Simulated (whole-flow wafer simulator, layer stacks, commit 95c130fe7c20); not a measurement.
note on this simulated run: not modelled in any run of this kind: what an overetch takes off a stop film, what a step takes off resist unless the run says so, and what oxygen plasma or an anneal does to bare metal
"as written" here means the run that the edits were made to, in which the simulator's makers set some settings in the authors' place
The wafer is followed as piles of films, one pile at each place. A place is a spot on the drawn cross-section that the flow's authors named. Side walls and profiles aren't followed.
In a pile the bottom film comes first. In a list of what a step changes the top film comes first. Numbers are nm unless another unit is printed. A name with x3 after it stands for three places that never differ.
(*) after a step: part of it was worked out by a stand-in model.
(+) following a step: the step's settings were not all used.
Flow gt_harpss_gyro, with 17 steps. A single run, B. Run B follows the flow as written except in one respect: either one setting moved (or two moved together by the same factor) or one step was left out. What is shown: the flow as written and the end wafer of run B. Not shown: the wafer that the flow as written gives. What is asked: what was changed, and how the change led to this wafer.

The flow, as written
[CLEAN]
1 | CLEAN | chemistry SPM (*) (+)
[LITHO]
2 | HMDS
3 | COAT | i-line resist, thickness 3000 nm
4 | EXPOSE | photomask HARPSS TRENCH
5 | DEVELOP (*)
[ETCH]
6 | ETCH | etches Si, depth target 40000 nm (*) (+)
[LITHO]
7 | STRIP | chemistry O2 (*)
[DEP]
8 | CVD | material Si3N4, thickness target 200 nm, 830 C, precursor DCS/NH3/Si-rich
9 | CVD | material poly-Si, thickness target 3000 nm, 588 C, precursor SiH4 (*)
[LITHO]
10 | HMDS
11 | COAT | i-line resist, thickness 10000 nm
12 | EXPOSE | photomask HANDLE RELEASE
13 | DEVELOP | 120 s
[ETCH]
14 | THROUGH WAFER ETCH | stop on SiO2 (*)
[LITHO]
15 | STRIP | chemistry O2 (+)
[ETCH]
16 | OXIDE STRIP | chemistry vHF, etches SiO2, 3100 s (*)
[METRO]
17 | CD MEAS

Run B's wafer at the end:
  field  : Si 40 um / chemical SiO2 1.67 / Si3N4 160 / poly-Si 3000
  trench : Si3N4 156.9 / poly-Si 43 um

Cause: step 8, CVD: thickness target 160 nm was run, though the flow has thickness target 200 nm.
The wafer itself shows it: field has Si3N4 160, and step 8 as written asks for 200 nm.

The path from the change to this, step by step:
  8 | CVD | material Si3N4, thickness target 200 nm, 830 C, precursor DCS/NH3/Si-rich
      field: Si3N4 gains 160 (new film) (as written it would have been: Si3N4 gains 200 (new film))
      trench: Si3N4 gains 156.9 (new film) (as written it would have been: Si3N4 gains 195.9 (new film))
  9 | CVD | material poly-Si, thickness target 3000 nm, 588 C, precursor SiH4 (*)
      trench: poly-Si gains 43 um (new film) (as written it would have been: poly-Si gains 43.01 um (new film))
